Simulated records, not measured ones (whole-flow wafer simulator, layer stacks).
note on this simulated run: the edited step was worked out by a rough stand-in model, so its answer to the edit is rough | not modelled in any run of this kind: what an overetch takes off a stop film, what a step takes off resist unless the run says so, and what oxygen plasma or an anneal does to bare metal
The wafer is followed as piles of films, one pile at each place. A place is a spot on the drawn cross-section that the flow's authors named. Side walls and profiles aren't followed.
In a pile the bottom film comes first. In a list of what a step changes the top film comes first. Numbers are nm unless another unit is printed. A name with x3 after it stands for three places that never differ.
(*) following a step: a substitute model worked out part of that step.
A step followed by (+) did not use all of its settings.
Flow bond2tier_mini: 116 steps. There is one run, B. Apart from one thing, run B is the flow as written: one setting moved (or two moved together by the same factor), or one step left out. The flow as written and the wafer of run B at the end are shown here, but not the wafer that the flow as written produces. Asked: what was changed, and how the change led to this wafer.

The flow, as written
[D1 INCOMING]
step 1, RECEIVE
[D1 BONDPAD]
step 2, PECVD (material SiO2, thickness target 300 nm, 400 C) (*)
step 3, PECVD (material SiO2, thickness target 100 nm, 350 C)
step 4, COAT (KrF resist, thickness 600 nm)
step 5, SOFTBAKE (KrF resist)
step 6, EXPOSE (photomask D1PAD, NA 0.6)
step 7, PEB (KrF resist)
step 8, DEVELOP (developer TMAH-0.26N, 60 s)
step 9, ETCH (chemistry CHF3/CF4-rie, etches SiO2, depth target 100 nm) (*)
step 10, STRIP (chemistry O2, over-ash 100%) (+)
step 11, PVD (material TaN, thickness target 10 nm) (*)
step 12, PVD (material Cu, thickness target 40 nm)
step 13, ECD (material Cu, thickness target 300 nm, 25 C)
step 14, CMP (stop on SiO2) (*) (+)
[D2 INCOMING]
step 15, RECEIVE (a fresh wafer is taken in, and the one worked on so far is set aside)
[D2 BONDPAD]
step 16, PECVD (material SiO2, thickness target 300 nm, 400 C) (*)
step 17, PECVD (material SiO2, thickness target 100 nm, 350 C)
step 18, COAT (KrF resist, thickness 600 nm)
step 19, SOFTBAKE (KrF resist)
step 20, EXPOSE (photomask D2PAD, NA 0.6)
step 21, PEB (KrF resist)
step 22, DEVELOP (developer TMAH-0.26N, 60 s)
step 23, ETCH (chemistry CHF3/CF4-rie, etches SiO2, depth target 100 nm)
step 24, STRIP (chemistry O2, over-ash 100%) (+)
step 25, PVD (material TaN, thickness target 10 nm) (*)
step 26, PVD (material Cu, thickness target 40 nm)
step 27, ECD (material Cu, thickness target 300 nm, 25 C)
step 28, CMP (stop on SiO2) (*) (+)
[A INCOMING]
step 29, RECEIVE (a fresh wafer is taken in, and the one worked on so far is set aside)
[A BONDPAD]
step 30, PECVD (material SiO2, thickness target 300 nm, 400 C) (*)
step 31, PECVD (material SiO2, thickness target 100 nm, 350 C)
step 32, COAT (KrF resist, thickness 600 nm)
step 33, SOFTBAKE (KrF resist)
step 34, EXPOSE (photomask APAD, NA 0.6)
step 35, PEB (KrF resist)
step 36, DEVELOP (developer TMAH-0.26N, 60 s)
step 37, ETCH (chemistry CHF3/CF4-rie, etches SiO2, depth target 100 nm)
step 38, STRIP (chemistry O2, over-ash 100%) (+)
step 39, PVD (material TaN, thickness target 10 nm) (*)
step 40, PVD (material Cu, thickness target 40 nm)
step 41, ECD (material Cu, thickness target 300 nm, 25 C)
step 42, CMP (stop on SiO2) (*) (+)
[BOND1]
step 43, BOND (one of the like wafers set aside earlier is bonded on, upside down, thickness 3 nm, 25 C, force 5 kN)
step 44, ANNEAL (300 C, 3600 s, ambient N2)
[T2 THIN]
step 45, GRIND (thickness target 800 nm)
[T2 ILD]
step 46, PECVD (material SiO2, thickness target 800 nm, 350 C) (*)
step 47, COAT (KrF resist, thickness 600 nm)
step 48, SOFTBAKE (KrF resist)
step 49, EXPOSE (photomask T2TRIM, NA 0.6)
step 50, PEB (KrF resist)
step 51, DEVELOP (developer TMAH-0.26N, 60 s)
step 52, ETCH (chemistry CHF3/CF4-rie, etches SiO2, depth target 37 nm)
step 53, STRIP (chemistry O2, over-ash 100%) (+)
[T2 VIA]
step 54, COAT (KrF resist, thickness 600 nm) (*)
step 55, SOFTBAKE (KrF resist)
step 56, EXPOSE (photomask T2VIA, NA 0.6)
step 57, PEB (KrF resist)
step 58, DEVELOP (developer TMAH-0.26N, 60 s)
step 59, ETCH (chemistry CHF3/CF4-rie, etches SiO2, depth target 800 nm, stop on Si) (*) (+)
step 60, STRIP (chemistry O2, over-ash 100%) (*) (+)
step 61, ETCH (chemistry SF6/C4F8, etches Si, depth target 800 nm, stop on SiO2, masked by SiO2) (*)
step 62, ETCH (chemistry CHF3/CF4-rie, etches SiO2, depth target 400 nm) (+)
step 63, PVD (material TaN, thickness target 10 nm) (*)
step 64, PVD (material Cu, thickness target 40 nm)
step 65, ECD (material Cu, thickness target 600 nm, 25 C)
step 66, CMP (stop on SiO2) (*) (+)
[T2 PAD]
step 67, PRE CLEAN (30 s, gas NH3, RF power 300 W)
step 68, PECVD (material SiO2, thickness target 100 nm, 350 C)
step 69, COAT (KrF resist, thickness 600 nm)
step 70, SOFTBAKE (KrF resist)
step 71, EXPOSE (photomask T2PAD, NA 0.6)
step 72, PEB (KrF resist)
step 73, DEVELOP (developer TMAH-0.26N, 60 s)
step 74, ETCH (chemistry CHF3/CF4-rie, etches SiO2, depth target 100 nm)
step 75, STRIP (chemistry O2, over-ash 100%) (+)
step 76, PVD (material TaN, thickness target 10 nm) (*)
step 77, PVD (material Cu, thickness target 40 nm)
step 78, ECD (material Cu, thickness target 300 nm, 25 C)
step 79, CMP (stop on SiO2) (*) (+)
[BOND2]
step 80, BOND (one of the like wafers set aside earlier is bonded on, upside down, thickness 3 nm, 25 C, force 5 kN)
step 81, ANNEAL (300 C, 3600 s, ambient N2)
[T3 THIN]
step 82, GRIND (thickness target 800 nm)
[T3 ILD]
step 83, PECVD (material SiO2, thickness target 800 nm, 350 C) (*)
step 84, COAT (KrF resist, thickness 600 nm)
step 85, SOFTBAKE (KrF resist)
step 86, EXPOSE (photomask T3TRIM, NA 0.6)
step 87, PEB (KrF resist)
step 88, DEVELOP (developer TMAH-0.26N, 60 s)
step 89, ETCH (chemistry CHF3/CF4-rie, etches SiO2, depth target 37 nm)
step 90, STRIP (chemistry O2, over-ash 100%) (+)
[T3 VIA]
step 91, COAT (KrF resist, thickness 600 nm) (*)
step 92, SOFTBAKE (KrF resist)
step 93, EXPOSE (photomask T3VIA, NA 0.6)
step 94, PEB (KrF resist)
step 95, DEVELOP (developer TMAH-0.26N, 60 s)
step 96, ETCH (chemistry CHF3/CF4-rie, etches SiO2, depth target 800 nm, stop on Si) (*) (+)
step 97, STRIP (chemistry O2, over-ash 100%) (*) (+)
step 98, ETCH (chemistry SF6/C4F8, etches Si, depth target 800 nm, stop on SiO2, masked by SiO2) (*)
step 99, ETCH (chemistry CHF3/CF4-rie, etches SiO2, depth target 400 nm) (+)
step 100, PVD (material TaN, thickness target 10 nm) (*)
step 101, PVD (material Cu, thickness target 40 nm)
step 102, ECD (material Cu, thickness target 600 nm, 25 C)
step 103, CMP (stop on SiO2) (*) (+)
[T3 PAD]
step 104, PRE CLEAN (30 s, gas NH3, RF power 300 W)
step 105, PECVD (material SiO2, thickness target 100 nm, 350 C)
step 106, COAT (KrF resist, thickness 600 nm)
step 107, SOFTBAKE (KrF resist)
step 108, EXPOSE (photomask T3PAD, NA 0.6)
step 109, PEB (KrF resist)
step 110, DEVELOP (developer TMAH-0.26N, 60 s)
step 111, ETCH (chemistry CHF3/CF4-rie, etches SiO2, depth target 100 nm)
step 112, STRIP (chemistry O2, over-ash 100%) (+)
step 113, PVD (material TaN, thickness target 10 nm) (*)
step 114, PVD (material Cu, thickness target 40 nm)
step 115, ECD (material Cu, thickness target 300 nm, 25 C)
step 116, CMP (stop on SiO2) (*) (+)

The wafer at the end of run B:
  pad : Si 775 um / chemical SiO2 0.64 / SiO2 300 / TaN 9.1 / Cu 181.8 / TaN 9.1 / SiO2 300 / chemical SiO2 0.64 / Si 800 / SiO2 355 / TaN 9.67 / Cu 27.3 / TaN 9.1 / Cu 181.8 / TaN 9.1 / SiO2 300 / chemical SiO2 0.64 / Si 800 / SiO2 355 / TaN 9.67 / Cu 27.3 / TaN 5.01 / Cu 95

What caused this: step 113, PVD: thickness target 5.5 nm was run, whereas the flow has thickness target 10 nm.

Step by step, how the change led to this:
  step 113, PVD (material TaN, thickness target 10 nm) (*)
      field: TaN gains 5.5 (new film) (in the flow as written it would be: TaN gains 10 (new film))
      pad: TaN gains 5.01 (new film) (in the flow as written it would be: TaN gains 9.1 (new film))
  step 116, CMP (stop on SiO2) (*) (+)
      field: Cu loses 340 (all of it), TaN loses 5.5 (all of it) (in the flow as written it would be: Cu loses 340 (all of it), TaN loses 10 (all of it))
